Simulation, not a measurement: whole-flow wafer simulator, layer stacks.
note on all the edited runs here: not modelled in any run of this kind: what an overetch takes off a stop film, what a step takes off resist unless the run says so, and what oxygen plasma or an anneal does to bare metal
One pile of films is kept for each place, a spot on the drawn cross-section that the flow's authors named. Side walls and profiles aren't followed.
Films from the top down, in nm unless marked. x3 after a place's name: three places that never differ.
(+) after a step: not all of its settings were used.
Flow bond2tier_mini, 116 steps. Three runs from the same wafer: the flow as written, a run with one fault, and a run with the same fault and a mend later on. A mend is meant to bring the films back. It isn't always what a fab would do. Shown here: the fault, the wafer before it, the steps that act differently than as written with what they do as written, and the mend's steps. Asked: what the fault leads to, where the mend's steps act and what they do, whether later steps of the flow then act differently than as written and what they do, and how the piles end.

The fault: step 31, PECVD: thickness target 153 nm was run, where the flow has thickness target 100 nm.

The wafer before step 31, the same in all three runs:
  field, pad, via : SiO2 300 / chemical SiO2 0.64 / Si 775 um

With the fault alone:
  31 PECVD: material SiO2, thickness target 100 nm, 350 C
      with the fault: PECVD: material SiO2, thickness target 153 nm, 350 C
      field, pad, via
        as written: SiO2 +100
        with the fault: SiO2 +153
  No later step of the flow acts differently than as written at any place that is followed.
  At the end the piles differ from the flow's by more than 2% or 0.5 nm, whichever is larger, at field, pad.
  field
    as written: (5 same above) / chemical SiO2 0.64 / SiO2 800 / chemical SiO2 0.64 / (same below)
    with the fault: (5 same above) / chemical SiO2 0.64 / SiO2 853 / chemical SiO2 0.64 / (same below)
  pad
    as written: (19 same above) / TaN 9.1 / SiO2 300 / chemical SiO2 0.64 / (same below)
    with the fault: (19 same above) / TaN 9.1 / SiO2 353 / chemical SiO2 0.64 / (same below)

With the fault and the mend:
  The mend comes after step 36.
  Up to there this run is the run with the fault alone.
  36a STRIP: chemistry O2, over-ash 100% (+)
      field
        KrF resist -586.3 (all of it)
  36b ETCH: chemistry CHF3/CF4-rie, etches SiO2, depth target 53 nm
      field, pad, via
        SiO2 -53
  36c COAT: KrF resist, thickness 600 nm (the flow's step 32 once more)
      field, pad, via
        KrF resist +600 (new film)
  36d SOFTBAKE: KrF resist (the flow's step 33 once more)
      changes no film at any place that is followed
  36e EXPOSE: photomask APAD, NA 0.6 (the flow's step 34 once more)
      changes no film at any place that is followed
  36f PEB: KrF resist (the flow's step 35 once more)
      changes no film at any place that is followed
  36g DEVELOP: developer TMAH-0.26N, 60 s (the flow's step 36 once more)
      pad, via
        KrF resist -600 (all of it)
      field
        KrF resist -13.7
  No later step of the flow acts differently than as written at any place that is followed.
  At the end the piles are the same as the flow's at every place that both follow.
